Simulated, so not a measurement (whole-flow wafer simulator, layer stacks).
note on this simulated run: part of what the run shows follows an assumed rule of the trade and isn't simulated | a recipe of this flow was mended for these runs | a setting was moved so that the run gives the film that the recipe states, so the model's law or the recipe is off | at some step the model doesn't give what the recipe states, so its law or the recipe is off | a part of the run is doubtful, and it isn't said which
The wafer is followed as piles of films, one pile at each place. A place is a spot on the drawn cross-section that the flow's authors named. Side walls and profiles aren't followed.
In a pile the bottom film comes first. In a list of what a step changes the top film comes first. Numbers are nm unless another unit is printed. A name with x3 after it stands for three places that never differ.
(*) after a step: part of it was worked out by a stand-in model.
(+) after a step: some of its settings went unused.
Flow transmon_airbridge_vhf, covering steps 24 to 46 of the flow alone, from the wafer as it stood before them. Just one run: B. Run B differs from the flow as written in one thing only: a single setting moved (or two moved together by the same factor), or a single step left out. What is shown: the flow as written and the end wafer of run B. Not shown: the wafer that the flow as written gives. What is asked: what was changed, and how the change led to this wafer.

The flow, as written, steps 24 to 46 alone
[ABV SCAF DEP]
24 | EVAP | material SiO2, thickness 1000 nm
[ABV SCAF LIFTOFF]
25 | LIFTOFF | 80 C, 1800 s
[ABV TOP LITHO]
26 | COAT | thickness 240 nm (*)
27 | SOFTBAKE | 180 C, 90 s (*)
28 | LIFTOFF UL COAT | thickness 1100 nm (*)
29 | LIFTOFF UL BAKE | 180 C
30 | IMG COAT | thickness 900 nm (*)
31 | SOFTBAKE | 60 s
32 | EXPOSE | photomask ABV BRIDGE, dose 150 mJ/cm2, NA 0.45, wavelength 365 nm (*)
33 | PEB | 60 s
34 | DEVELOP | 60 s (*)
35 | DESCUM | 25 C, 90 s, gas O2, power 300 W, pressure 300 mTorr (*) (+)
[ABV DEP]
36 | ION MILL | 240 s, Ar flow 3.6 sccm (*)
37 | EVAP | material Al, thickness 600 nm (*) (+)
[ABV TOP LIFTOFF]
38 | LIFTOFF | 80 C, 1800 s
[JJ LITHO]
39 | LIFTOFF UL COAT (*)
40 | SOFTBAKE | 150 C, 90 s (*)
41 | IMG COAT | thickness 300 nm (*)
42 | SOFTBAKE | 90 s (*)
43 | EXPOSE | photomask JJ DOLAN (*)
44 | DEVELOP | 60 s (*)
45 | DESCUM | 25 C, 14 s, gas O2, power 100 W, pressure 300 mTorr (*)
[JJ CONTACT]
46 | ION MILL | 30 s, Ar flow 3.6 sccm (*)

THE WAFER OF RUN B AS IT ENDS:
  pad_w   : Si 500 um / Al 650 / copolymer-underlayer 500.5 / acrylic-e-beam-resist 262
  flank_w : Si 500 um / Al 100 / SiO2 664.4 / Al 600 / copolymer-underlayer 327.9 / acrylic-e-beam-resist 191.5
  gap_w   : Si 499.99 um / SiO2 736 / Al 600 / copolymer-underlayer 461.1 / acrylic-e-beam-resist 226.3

Cause: step 24, EVAP: thickness 760 nm was run, whereas the flow has thickness 1000 nm.

Step by step, how the change led to this:
  24 | EVAP | material SiO2, thickness 1000 nm
      field x3, jj_line, ground_far and 10 more: +760 SiO2 (new film) (it would be, as written: +1000 SiO2 (new film))
      flank_w, flank_e: +688.4 SiO2 (new film) (it would be, as written: +905.8 SiO2 (new film))
  25 | LIFTOFF | 80 C, 1800 s
      field x3, jj_line, trace_open_s x2: -760 SiO2 (all of it), -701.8 i-line-resist (all of it), -1100 lift-off-underlayer (all of it), -240 acrylic-e-beam-resist (all of it) (it would be, as written: -1000 SiO2 (all of it), -701.8 i-line-resist (all of it), -1100 lift-off-underlayer (all of it), -240 acrylic-e-beam-resist (all of it))
      pad_w, pad_e: -760 SiO2 (all of it), -696.3 i-line-resist (all of it), -1089.9 lift-off-underlayer (all of it), -239.3 acrylic-e-beam-resist (all of it) (it would be, as written: -1000 SiO2 (all of it), -696.3 i-line-resist (all of it), -1089.9 lift-off-underlayer (all of it), -239.3 acrylic-e-beam-resist (all of it))
      (also at 1 further place)
  26 | COAT | thickness 240 nm (*)
      flank_w, flank_e: +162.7 acrylic-e-beam-resist (new film) (it would be, as written: +155.2 acrylic-e-beam-resist (new film))
      gap_w, gap_e: +221.7 acrylic-e-beam-resist (new film) (it would be, as written: +211.2 acrylic-e-beam-resist (new film))
      (also at 6 further places)
  28 | LIFTOFF UL COAT | thickness 1100 nm (*)
      gap_w, gap_e: +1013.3 lift-off-underlayer (new film) (it would be, as written: +979.6 lift-off-underlayer (new film))
      margin_s, margin_n: +881.7 lift-off-underlayer (new film) (it would be, as written: +823.4 lift-off-underlayer (new film))
      (also at 6 further places)
  30 | IMG COAT | thickness 900 nm (*)
      gap_w, gap_e: +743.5 i-line-resist (new film) (it would be, as written: +685.3 i-line-resist (new film))
      margin_s, margin_n: +679.1 i-line-resist (new film) (it would be, as written: +603.2 i-line-resist (new film))
      (also at 7 further places)
  33 | PEB | 60 s
      flank_w, flank_e: -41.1 i-line-resist (it would be, as written: -38.8 i-line-resist)
      gap_w, gap_e: -38.1 i-line-resist (it would be, as written: -35 i-line-resist)
      (also at 7 further places)
  34 | DEVELOP | 60 s (*)
      gap_w, gap_e: -705.4 i-line-resist (all of it), -1013.3 lift-off-underlayer (all of it) (it would be, as written: -650.2 i-line-resist (all of it), -979.6 lift-off-underlayer (all of it))
      pad_w: -916.3 i-line-resist (all of it), -1208.3 lift-off-underlayer (all of it) (it would be, as written: -937.3 i-line-resist (all of it), -1246.2 lift-off-underlayer (all of it))
      (also at 5 further places)
  35 | DESCUM | 25 C, 90 s, gas O2, power 300 W, pressure 300 mTorr (*) (+)
      field x3, jj_line, ground_far, trace_open_s x2, margin_s, margin_n: -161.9 i-line-resist (it would be, as written: -167.2 i-line-resist)
      flank_w, flank_e: -162.7 acrylic-e-beam-resist (all of it) (it would be, as written: -155.2 acrylic-e-beam-resist (all of it))
      (also at 6 further places)
  38 | LIFTOFF | 80 C, 1800 s
      margin_s, margin_n: -600 Al (all of it), -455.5 i-line-resist (all of it), -881.7 lift-off-underlayer (all of it), -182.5 acrylic-e-beam-resist (all of it) (it would be, as written: -600 Al (all of it), -378.2 i-line-resist (all of it), -823.4 lift-off-underlayer (all of it), -168.6 acrylic-e-beam-resist (all of it))
      ground_far: -600 Al (all of it), -752.1 i-line-resist (all of it), -1128.3 lift-off-underlayer (all of it), -248.3 acrylic-e-beam-resist (all of it) (it would be, as written: -600 Al (all of it), -776.6 i-line-resist (all of it), -1134.8 lift-off-underlayer (all of it), -250.1 acrylic-e-beam-resist (all of it))
  39 | LIFTOFF UL COAT (*)
      pad_w, pad_e: +500.5 copolymer-underlayer (new film) (it would be, as written: +513.6 copolymer-underlayer (new film))
      flank_w, flank_e: +327.9 copolymer-underlayer (new film) (it would be, as written: +308 copolymer-underlayer (new film))
      (also at 6 further places)
  41 | IMG COAT | thickness 300 nm (*)
      pad_w, pad_e: +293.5 acrylic-e-beam-resist (new film) (it would be, as written: +300.2 acrylic-e-beam-resist (new film))
      flank_w, flank_e: +223 acrylic-e-beam-resist (new film) (it would be, as written: +217.1 acrylic-e-beam-resist (new film))
      (also at 6 further places)
